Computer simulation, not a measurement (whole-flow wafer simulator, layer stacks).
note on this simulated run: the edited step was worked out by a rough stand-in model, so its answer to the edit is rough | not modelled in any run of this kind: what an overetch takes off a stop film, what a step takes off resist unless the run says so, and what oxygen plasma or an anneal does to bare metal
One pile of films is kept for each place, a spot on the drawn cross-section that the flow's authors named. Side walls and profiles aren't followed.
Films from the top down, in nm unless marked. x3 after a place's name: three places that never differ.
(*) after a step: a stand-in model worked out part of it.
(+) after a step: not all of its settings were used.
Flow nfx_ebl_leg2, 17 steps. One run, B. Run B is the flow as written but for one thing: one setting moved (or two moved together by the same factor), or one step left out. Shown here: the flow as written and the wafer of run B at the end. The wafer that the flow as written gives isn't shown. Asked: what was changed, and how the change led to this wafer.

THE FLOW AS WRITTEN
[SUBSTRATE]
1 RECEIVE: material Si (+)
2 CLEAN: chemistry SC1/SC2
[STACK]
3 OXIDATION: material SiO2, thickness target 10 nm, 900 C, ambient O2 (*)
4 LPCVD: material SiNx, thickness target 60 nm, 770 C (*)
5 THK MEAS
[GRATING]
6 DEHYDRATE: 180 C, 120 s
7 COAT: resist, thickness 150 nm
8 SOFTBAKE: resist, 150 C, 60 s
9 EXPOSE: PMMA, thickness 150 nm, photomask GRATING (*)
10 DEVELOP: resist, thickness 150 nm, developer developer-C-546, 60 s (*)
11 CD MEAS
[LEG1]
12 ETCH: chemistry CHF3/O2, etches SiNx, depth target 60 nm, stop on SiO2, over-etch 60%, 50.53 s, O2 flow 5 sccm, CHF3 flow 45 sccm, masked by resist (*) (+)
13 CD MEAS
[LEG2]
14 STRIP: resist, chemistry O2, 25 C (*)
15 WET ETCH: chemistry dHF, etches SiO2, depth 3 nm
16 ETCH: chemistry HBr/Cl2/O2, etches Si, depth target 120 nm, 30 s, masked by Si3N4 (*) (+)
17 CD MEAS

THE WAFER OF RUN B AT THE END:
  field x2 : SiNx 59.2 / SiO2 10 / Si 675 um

The cause: step 4, LPCVD: thickness target 66 nm was run, where the flow has thickness target 60 nm.

How the change led to this, step by step:
  4 LPCVD: material SiNx, thickness target 60 nm, 770 C (*)
      field x2, pad x2: SiNx +66 (new film) (as written it would be: SiNx +60 (new film))
  12 ETCH: chemistry CHF3/O2, etches SiNx, depth target 60 nm, stop on SiO2, over-etch 60%, 50.53 s, O2 flow 5 sccm, CHF3 flow 45 sccm, masked by resist (*) (+)
      pad x2: SiNx -66 (all of it), SiO2 -10 (all of it) (as written it would be: SiNx -60 (all of it), SiO2 -10 (all of it))
